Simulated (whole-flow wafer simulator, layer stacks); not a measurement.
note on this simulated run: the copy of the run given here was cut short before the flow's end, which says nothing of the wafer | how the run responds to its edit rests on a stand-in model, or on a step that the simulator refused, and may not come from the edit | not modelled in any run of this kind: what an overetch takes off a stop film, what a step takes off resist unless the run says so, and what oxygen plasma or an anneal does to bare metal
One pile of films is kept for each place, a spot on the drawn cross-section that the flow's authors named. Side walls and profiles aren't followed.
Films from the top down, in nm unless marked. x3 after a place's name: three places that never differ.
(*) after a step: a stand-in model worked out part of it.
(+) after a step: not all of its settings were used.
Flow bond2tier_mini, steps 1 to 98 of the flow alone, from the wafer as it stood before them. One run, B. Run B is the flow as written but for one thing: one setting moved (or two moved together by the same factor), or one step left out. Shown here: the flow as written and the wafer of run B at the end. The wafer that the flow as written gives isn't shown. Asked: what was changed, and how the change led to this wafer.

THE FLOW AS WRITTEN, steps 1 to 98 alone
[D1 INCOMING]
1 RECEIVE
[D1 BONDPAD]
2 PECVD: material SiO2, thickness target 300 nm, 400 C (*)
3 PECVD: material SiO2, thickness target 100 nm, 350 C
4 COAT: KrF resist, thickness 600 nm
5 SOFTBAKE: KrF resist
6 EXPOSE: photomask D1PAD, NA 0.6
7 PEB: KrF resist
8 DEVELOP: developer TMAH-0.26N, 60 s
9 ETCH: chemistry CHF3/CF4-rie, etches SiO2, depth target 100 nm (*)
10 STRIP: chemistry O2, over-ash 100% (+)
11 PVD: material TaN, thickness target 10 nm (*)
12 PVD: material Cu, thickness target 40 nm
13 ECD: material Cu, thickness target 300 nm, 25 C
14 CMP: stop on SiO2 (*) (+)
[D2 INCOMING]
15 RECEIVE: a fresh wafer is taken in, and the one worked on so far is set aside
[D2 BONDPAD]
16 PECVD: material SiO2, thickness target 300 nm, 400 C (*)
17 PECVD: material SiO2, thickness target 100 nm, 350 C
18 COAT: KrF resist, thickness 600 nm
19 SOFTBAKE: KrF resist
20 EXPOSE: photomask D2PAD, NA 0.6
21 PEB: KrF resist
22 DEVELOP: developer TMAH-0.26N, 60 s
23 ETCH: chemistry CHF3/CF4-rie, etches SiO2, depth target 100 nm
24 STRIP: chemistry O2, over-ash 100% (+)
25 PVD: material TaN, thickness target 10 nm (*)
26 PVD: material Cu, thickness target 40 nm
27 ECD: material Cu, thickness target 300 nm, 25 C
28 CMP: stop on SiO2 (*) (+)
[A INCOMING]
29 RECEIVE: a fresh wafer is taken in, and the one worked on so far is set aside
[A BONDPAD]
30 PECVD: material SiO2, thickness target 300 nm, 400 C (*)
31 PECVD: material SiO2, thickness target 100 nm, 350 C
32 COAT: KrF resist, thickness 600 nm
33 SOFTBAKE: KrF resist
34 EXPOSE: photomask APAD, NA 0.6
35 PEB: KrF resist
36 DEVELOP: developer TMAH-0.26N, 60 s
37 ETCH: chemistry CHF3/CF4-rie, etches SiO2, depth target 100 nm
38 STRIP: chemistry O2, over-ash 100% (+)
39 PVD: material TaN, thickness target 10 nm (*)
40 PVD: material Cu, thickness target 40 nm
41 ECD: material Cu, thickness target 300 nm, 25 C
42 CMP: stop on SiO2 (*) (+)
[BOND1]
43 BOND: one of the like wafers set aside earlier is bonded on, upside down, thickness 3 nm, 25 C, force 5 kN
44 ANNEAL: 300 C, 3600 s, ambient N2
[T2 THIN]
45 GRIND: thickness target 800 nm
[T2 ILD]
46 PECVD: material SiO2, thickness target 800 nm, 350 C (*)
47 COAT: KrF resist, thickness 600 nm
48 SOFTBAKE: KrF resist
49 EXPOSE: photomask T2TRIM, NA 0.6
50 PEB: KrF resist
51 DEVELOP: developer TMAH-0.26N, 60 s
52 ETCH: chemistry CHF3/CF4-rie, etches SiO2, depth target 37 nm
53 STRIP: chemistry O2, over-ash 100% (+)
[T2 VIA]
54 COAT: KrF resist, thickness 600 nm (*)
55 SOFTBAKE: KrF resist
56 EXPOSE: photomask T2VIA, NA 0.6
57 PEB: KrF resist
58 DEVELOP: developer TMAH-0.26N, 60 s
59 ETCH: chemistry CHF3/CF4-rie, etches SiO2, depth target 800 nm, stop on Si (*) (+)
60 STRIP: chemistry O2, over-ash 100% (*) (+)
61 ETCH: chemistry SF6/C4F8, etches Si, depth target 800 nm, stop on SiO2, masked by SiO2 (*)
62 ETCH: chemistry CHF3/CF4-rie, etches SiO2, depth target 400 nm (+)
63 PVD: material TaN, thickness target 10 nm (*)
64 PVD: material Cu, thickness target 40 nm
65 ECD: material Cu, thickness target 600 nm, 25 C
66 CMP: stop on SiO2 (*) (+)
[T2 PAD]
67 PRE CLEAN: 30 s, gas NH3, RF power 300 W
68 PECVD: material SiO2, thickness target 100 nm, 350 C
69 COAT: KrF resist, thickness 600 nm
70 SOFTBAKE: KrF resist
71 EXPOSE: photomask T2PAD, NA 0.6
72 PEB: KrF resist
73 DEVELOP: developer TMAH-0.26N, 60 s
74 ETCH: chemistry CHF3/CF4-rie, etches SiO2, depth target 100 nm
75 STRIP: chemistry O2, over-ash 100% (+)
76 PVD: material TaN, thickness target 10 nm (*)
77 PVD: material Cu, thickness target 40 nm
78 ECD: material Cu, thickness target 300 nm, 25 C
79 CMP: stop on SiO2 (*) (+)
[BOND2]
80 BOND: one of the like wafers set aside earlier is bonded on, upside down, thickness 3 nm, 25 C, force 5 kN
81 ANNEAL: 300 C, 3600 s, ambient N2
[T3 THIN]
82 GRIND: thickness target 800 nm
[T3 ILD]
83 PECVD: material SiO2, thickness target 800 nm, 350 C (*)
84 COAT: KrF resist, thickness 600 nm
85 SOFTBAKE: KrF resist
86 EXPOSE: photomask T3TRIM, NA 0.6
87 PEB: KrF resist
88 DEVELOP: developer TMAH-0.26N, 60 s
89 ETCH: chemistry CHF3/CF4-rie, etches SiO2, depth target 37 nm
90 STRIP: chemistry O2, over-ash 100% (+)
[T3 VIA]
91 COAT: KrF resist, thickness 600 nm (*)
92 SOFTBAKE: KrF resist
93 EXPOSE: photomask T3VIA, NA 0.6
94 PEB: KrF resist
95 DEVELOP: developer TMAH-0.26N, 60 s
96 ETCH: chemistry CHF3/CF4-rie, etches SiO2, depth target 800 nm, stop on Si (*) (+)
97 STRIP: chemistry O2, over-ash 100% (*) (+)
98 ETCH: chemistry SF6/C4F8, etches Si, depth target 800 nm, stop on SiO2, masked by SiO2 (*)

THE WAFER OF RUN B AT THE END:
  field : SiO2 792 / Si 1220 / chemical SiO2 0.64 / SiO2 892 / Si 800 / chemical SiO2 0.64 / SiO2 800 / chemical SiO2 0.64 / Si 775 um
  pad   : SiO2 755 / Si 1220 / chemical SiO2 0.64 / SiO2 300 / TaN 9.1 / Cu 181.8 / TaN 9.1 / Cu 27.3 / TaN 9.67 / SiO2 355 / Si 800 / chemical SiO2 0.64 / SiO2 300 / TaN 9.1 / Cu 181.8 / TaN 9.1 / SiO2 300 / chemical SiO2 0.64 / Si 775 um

The cause: step 82, GRIND: thickness target 1220 nm was run, where the flow has thickness target 800 nm.
It can be read off the wafer: field has Si 1220, and step 82 as written asks for 800 nm.

How the change led to this, step by step:
  82 GRIND: thickness target 800 nm
      field, pad: Si -773.78 um (as written it would be: Si -774.2 um)
